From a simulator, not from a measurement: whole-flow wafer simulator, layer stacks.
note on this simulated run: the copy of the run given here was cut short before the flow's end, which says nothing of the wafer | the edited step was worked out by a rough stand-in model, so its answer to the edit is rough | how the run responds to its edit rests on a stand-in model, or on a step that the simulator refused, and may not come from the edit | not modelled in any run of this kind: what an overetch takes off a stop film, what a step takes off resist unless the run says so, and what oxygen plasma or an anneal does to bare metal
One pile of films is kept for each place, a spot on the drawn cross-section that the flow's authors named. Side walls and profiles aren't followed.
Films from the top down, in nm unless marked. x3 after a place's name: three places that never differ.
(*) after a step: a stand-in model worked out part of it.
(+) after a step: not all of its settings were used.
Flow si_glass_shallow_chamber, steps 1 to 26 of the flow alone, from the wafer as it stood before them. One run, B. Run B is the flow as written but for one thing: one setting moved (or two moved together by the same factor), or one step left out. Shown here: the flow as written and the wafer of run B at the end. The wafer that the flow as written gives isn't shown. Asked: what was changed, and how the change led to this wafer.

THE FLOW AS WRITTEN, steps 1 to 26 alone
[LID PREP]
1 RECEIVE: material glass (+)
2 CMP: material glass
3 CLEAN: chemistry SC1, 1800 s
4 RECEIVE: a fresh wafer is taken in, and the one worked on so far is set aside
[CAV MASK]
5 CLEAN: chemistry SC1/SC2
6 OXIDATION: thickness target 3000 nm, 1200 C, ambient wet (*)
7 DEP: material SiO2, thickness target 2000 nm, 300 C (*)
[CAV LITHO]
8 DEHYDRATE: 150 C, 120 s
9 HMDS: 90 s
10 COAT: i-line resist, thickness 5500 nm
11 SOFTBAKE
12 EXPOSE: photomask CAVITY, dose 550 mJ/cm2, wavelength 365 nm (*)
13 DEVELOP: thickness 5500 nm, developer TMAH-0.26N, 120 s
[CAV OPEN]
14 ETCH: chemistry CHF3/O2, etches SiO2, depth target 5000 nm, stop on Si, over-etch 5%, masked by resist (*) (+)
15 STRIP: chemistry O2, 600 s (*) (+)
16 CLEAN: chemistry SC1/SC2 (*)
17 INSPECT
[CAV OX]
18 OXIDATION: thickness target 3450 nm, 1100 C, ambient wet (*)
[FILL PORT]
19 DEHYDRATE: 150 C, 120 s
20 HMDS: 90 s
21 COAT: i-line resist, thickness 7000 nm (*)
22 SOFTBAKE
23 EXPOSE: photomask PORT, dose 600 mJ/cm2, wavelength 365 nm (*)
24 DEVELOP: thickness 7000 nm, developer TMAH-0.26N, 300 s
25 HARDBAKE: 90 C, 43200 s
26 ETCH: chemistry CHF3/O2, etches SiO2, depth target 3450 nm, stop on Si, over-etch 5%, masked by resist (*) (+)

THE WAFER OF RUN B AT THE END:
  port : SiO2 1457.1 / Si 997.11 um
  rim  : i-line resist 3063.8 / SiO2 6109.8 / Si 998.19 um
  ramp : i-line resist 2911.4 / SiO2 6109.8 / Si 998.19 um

The cause: step 26, ETCH: depth target 1898 nm was run, where the flow has depth target 3450 nm.

How the change led to this, step by step:
  26 ETCH: chemistry CHF3/O2, etches SiO2, depth target 3450 nm, stop on Si, over-etch 5%, masked by resist (*) (+)
      port: SiO2 -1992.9 (as written it would be: SiO2 -3450 (all of it), Si -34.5)
      rim, ramp, cav, ring: i-line resist -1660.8 (as written it would be: i-line resist -3018.8)
      (and at 1 more place)
